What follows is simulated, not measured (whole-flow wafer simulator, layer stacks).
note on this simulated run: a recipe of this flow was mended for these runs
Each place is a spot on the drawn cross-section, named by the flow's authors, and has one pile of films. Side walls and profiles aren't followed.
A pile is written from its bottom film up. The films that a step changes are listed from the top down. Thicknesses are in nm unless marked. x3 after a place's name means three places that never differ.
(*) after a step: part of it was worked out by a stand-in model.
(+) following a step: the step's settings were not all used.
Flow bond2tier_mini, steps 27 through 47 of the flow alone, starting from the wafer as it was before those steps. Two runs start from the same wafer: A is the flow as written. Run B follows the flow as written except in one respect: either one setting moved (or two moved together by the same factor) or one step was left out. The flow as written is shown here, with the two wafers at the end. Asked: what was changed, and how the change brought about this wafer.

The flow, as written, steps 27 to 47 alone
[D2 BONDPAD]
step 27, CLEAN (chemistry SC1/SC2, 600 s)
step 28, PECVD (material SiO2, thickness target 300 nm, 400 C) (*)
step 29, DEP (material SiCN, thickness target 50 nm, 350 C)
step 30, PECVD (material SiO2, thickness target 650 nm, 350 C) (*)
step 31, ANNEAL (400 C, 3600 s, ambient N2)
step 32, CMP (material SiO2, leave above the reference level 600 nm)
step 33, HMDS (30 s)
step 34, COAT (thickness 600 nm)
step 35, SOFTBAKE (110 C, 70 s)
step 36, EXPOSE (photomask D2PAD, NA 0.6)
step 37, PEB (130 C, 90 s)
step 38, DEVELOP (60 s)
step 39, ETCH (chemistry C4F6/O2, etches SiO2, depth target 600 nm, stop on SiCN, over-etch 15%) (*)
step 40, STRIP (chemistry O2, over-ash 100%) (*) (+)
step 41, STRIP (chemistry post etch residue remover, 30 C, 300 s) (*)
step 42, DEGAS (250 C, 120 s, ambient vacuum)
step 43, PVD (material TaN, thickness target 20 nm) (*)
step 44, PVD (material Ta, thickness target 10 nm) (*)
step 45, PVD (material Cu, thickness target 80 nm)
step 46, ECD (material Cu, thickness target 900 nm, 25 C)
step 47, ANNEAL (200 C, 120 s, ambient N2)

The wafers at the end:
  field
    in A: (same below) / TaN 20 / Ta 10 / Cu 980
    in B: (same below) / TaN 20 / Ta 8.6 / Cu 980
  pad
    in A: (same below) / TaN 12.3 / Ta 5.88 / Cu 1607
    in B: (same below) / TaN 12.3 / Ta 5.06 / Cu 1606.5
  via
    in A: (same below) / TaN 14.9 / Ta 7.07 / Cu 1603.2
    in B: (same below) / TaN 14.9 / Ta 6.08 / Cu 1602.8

Cause: step 44, PVD: thickness target 8.6 nm was run, while the flow as written has thickness target 10 nm.
The wafer lets one read it off: field has Ta 8.6, and step 44 as written asks for 10 nm.

Step by step, how the change led to this:
  step 44, PVD (material Ta, thickness target 10 nm) (*)
      field: A Ta gains 10 (new film) | B Ta gains 8.6 (new film)
      pad: A Ta gains 5.88 (new film) | B Ta gains 5.06 (new film)
      (as well as at 1 more place)
